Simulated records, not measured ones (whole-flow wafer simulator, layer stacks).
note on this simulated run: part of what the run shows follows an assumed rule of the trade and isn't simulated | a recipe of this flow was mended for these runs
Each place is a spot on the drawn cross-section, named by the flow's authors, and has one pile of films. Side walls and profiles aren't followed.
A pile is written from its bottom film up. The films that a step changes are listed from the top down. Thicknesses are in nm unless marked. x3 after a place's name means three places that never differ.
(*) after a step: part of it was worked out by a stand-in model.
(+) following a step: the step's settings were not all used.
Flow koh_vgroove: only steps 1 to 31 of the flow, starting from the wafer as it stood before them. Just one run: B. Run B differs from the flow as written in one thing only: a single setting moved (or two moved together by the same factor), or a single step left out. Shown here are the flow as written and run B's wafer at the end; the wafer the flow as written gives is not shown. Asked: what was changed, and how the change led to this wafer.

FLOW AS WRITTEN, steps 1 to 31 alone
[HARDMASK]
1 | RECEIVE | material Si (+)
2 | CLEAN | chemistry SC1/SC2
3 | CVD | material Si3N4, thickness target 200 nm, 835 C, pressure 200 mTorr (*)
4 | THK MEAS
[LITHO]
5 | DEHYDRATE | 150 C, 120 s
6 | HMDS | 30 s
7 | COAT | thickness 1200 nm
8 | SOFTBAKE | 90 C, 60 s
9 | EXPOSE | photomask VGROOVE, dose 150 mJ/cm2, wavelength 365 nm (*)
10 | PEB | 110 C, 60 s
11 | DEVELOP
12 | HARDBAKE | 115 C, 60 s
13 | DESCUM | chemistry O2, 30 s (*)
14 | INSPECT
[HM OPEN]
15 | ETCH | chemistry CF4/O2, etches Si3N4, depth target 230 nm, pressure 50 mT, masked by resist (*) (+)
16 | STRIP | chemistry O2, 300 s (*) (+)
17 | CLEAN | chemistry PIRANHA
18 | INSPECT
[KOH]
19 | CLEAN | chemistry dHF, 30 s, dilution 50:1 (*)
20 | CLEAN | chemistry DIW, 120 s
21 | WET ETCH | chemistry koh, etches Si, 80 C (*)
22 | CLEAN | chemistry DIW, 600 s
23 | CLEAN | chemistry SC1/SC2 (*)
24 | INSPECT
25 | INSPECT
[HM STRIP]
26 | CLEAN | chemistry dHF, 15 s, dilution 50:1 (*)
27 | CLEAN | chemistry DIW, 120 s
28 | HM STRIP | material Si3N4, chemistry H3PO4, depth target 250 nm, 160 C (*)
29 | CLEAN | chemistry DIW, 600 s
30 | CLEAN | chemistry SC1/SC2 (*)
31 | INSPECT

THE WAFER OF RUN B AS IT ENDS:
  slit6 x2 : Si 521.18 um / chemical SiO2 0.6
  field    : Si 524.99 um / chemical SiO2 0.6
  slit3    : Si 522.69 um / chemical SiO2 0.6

What caused this: step 3, CVD: 812 C was run, though the flow has 835 C.

How this came from the change, step by step:
  3 | CVD | material Si3N4, thickness target 200 nm, 835 C, pressure 200 mTorr (*)
      field, slit3, slit2, slit6 x2: +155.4 Si3N4 (new film) (it would be, as written: +200 Si3N4 (new film))
  15 | ETCH | chemistry CF4/O2, etches Si3N4, depth target 230 nm, pressure 50 mT, masked by resist (*) (+)
      slit3, slit2, slit6 x2: -155.4 Si3N4 (all of it), -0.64 chemical SiO2 (all of it), -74 Si (it would be, as written: -200 Si3N4 (all of it), -0.64 chemical SiO2 (all of it), -29.4 Si)
  28 | HM STRIP | material Si3N4, chemistry H3PO4, depth target 250 nm, 160 C (*)
      field: -154.1 Si3N4 (all of it), -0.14 chemical SiO2, -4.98 Si (it would be, as written: -198.7 Si3N4 (all of it), -0.14 chemical SiO2, -2.75 Si)
